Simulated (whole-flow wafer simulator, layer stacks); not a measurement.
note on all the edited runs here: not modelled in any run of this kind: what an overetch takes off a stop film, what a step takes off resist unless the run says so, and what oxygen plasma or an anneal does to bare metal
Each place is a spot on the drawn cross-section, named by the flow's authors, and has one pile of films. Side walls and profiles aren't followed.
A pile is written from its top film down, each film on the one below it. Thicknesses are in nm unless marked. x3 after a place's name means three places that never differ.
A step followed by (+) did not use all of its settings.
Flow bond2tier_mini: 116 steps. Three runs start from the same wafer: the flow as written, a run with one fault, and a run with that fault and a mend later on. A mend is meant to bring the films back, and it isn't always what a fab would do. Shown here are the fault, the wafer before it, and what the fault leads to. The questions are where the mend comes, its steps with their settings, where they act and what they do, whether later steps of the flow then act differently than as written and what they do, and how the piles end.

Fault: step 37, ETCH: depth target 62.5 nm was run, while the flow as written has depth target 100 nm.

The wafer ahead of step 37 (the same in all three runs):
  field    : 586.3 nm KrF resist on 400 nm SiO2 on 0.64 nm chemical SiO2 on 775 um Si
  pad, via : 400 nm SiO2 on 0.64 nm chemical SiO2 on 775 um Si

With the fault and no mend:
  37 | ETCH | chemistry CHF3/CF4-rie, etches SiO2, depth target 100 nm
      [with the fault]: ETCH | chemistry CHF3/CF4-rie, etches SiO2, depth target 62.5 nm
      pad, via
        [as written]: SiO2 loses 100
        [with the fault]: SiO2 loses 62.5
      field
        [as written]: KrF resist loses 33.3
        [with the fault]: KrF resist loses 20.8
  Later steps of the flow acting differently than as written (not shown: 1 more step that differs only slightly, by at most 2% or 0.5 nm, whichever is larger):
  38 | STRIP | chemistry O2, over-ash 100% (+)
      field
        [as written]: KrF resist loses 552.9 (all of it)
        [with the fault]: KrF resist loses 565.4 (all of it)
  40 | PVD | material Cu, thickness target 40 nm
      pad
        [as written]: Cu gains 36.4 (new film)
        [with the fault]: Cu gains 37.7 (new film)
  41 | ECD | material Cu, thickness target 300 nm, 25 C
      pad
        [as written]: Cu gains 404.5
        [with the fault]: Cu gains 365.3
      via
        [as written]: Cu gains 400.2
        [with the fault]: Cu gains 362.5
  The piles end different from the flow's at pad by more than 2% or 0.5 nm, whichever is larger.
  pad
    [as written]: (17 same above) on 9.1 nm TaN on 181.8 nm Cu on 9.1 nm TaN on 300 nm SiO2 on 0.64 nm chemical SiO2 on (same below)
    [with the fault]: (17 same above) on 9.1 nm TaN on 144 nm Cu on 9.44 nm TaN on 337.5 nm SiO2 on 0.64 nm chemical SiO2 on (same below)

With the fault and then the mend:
  The mend stands after step 37.
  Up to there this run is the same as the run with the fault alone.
  37a | ETCH | chemistry CHF3/CF4-rie, etches SiO2, depth target 37.5 nm (the flow's step 37 again, with other settings)
      pad, via
        SiO2 loses 37.5
      field
        KrF resist loses 12.5
  Every later step of the flow that is run acts as written at every place that is followed.
  The piles end the same as the flow's at every place that both follow.
